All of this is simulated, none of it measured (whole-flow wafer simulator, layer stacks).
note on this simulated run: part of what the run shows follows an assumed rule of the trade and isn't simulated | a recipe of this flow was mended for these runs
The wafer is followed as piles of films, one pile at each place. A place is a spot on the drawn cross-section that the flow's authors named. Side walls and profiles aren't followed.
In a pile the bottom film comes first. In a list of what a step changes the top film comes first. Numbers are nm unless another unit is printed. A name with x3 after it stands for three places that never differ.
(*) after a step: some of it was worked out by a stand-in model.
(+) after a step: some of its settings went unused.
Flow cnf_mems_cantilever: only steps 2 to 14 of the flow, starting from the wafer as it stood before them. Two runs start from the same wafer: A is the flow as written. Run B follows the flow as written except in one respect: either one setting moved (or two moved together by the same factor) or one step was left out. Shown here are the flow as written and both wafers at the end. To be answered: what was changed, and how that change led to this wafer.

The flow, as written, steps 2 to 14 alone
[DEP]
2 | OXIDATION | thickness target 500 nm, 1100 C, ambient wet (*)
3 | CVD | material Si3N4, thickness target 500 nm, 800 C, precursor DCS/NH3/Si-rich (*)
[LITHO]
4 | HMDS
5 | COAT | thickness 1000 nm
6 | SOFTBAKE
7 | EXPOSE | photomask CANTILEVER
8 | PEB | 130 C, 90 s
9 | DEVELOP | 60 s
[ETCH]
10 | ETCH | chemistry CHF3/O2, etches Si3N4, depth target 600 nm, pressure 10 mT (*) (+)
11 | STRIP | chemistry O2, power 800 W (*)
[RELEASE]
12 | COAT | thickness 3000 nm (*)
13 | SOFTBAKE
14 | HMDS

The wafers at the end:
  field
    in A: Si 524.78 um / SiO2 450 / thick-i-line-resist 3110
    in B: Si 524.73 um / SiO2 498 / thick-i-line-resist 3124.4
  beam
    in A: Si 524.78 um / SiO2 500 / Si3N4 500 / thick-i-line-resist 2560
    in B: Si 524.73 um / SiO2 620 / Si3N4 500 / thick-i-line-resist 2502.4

What caused this: step 2, OXIDATION: thickness target 620 nm was run, though the flow has thickness target 500 nm; step 10, ETCH: depth target 744 nm was run, where the flow has depth target 600 nm.
The wafer itself shows it: beam has SiO2 620, and step 2 as written asks for 500 nm.

Step by step, how the change led to this:
  2 | OXIDATION | thickness target 500 nm, 1100 C, ambient wet (*)
      field, beam: A SiO2 gains 500 (new film), chemical SiO2 loses 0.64 (all of it), Si loses 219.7 | B SiO2 gains 620 (new film), chemical SiO2 loses 0.64 (all of it), Si loses 272.5
  10 | ETCH | chemistry CHF3/O2, etches Si3N4, depth target 600 nm, pressure 10 mT (*) (+)
      field: A Si3N4 loses 500 (all of it), SiO2 loses 50 | B Si3N4 loses 500 (all of it), SiO2 loses 122
      beam: A KrF-resist loses 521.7 | B KrF-resist loses 647
  11 | STRIP | chemistry O2, power 800 W (*)
      beam: A KrF-resist loses 460.9 (all of it) | B KrF-resist loses 335.7 (all of it)
  13 | SOFTBAKE
      field: A thick-i-line-resist gains 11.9 | B thick-i-line-resist gains 13.8
      beam: A thick-i-line-resist loses 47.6 | B thick-i-line-resist loses 55.2
